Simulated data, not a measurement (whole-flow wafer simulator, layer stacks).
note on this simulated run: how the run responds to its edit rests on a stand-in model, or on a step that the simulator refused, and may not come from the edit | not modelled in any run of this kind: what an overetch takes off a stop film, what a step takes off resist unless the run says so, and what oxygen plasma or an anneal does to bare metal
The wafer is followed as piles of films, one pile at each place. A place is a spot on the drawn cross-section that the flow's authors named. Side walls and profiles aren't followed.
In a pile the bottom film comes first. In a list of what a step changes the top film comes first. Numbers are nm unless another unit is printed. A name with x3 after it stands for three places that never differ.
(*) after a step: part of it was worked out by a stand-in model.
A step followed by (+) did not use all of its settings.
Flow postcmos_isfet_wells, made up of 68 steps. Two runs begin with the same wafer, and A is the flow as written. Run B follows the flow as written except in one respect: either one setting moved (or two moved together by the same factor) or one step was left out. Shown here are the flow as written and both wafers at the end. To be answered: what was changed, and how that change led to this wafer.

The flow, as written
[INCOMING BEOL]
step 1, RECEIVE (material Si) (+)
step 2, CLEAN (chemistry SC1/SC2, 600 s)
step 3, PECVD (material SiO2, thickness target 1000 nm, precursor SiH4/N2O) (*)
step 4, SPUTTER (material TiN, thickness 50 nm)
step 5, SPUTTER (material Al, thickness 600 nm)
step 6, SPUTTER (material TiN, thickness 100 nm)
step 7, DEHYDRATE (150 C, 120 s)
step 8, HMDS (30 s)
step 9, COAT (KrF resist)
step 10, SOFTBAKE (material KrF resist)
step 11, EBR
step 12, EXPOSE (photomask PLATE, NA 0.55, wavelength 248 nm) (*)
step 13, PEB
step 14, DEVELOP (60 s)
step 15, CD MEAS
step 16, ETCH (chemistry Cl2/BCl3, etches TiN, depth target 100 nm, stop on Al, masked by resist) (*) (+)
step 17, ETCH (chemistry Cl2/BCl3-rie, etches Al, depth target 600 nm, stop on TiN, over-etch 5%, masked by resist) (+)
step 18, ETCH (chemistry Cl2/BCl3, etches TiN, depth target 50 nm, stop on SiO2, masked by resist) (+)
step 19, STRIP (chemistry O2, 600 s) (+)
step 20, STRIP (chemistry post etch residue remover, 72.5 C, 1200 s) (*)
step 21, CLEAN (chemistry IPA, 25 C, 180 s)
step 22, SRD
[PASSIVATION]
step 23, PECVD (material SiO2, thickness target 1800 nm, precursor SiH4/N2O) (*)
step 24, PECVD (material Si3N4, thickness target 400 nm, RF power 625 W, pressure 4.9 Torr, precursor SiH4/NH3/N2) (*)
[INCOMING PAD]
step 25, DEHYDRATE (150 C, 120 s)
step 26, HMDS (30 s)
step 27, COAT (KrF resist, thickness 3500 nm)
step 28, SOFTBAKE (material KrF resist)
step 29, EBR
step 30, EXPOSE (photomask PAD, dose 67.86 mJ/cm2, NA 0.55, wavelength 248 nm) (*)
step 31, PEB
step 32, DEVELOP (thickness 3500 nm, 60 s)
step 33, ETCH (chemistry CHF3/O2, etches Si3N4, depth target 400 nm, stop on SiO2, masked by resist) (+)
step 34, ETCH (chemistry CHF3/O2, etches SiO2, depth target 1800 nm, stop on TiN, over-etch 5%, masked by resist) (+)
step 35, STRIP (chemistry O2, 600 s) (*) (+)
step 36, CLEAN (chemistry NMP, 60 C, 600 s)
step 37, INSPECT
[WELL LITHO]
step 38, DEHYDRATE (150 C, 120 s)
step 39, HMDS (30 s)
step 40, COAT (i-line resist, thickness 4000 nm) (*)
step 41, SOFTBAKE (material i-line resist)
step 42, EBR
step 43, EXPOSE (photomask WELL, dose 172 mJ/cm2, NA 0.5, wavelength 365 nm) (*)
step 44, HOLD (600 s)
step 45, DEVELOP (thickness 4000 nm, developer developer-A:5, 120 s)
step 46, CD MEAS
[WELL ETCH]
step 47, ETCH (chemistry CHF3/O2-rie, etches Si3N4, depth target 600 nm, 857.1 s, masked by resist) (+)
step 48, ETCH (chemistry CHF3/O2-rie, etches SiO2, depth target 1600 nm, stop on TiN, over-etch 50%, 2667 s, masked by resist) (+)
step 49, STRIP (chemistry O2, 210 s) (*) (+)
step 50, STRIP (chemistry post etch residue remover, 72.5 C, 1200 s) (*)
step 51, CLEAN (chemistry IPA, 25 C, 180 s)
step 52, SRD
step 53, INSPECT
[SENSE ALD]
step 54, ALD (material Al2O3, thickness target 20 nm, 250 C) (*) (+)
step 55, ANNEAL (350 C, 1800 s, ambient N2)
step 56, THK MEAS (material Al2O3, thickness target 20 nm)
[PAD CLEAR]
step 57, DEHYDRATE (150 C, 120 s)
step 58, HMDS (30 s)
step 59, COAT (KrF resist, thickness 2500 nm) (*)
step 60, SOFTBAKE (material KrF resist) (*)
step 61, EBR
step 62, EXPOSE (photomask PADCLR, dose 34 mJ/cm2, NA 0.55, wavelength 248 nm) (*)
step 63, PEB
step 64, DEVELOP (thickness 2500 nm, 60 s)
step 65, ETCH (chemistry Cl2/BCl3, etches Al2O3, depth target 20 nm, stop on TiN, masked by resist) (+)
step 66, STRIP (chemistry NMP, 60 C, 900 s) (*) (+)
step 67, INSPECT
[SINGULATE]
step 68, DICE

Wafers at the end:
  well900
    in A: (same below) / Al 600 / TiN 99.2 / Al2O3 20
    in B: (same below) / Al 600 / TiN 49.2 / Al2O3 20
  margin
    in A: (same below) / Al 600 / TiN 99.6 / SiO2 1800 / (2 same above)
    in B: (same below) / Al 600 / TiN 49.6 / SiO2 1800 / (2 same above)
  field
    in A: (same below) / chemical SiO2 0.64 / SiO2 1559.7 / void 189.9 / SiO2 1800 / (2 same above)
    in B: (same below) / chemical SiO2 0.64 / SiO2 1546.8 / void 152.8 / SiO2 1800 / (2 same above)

What caused this: step 6, SPUTTER: thickness 50 nm was run, though the flow has thickness 100 nm.

Step by step, how the change led to this:
  step 6, SPUTTER (material TiN, thickness 100 nm)
      field, margin, well900 and 6 more: A TiN gains 100 (new film) | B TiN gains 50 (new film)
  step 16, ETCH (chemistry Cl2/BCl3, etches TiN, depth target 100 nm, stop on Al, masked by resist) (*) (+)
      margin, well900, well1300, well2000, well3000, pad_rim, pad_clr, pad_open: A KrF resist loses 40 | B KrF resist loses 30
      field: A TiN loses 100 (all of it) | B TiN loses 50 (all of it)
  step 23, PECVD (material SiO2, thickness target 1800 nm, precursor SiH4/N2O) (*)
      field: A SiO2 gains 1800 (new film), void gains 189.9 (new film), SiO2 gains 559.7 | B SiO2 gains 1800 (new film), void gains 152.8 (new film), SiO2 gains 546.8
